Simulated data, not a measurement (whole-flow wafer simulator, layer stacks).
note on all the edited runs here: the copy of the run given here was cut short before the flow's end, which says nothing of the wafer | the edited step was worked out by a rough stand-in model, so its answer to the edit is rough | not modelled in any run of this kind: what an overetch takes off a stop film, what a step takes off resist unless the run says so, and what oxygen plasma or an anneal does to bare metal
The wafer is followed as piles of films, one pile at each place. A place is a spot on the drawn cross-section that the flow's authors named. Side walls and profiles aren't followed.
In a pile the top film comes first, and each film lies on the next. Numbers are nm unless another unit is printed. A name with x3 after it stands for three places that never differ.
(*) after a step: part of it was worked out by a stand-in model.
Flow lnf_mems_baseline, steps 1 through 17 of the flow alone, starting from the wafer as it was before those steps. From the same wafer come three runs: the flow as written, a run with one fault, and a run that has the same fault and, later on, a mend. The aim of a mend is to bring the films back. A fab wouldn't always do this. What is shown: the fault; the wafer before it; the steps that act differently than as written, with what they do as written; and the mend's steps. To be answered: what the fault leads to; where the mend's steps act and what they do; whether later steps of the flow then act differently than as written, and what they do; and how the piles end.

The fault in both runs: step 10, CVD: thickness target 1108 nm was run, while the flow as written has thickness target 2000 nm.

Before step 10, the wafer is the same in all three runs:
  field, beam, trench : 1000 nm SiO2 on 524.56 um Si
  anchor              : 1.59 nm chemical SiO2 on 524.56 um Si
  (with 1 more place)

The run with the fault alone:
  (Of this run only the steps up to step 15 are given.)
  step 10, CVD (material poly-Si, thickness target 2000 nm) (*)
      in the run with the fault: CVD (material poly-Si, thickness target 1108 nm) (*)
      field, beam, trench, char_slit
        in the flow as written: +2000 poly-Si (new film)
        in the run with the fault: +1108 poly-Si (new film)
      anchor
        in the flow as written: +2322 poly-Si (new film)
        in the run with the fault: +1108 poly-Si (new film)
  Later steps of the flow acting differently than as written (not shown: 1 more step that differs only slightly, by at most 2% or 0.5 nm, whichever is larger):
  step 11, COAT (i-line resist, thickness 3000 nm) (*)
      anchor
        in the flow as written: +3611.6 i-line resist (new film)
        in the run with the fault: +3881.4 i-line resist (new film)
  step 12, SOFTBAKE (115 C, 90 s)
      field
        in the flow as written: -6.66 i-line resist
        in the run with the fault: -12.1 i-line resist
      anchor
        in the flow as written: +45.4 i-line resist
        in the run with the fault: +81.1 i-line resist
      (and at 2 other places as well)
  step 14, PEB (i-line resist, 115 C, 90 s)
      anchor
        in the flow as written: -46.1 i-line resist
        in the run with the fault: -51.7 i-line resist
  Once step 15 is done, the piles at field, anchor, beam, trench, char_slit depart from the flow's by more than 2% or 0.5 nm, whichever is larger.
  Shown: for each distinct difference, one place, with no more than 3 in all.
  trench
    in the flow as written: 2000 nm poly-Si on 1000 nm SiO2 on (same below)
    in the run with the fault: 1108 nm poly-Si on 1000 nm SiO2 on (same below)
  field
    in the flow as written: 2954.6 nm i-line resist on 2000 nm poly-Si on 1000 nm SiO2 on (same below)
    in the run with the fault: 2946 nm i-line resist on 1108 nm poly-Si on 1000 nm SiO2 on (same below)
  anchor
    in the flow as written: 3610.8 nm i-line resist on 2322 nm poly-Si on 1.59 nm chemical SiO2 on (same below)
    in the run with the fault: 3910.7 nm i-line resist on 1108 nm poly-Si on 1.59 nm chemical SiO2 on (same below)

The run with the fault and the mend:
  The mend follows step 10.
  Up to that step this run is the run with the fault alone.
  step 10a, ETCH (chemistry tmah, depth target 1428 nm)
      field, anchor, beam, trench, char_slit
        -1108 poly-Si (all of it)
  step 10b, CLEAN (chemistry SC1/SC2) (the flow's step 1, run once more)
      does not change any film at any place that is followed
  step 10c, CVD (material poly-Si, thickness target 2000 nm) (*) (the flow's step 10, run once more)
      field, beam, trench, char_slit
        +2000 poly-Si (new film)
      anchor
        +2322 poly-Si (new film)
  Every later step of the flow that is run acts as written at every place that is followed.
  At every place that both follow, the piles at the end match the flow's.
